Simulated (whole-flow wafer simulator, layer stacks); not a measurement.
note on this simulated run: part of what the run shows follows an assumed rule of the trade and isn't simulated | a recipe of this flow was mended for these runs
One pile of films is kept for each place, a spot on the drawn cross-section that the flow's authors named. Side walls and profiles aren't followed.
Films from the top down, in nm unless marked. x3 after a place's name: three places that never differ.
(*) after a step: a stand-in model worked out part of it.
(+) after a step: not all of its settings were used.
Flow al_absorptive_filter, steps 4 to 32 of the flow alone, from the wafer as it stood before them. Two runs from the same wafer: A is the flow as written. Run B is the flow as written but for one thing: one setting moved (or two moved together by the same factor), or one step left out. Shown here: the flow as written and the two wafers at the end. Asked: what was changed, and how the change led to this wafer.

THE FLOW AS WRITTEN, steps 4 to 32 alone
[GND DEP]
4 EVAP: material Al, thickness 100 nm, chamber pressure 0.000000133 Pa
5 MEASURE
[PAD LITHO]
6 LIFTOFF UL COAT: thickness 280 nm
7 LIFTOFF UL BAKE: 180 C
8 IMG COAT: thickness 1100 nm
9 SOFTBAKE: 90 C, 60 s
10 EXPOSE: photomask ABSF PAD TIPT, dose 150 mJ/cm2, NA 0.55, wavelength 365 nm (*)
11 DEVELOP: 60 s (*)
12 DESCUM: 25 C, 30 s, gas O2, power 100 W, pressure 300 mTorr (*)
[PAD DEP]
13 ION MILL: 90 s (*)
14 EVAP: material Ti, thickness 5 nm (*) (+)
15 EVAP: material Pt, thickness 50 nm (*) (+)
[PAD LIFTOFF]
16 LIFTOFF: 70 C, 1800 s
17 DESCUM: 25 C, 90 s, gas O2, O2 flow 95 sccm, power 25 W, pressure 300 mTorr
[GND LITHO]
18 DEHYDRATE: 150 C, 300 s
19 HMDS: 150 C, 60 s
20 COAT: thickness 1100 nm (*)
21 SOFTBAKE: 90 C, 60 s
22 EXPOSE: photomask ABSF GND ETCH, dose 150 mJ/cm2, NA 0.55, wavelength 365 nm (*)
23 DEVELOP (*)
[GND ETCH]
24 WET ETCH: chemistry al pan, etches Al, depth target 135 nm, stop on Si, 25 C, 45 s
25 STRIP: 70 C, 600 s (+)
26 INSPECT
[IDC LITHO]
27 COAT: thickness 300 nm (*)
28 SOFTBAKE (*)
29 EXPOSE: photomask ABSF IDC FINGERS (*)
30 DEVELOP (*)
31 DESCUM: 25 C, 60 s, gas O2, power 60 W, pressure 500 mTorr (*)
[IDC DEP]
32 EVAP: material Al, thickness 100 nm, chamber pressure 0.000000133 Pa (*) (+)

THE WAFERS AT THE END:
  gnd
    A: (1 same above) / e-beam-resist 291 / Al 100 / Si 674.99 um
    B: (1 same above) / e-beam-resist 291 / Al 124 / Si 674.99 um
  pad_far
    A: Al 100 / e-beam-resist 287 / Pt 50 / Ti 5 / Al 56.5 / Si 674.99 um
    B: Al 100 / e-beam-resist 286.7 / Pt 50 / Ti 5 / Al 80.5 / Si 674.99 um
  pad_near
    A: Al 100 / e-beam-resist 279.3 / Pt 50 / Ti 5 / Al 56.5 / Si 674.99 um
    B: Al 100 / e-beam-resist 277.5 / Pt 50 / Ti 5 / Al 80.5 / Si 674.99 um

The cause: step 4, EVAP: thickness 124 nm was run, where the flow has thickness 100 nm.
It can be read off the wafer: gnd has Al 124, and step 4 as written asks for 100 nm.

How the change led to this, step by step:
  4 EVAP: material Al, thickness 100 nm, chamber pressure 0.000000133 Pa
      gnd, pad_far, pad_near and 11 more: A Al +100 (new film) | B Al +124 (new film)
  24 WET ETCH: chemistry al pan, etches Al, depth target 135 nm, stop on Si, 25 C, 45 s
      res, xl_gap, idc_field x2, idc_line: A Al -86.7 (all of it) | B Al -110.7 (all of it)
  27 COAT: thickness 300 nm (*)
      ledge: A e-beam-resist +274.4 (new film) | B e-beam-resist +267.4 (new film)
      res: A e-beam-resist +349.6 (new film) | B e-beam-resist +360.8 (new film)
      (and at 1 more place)
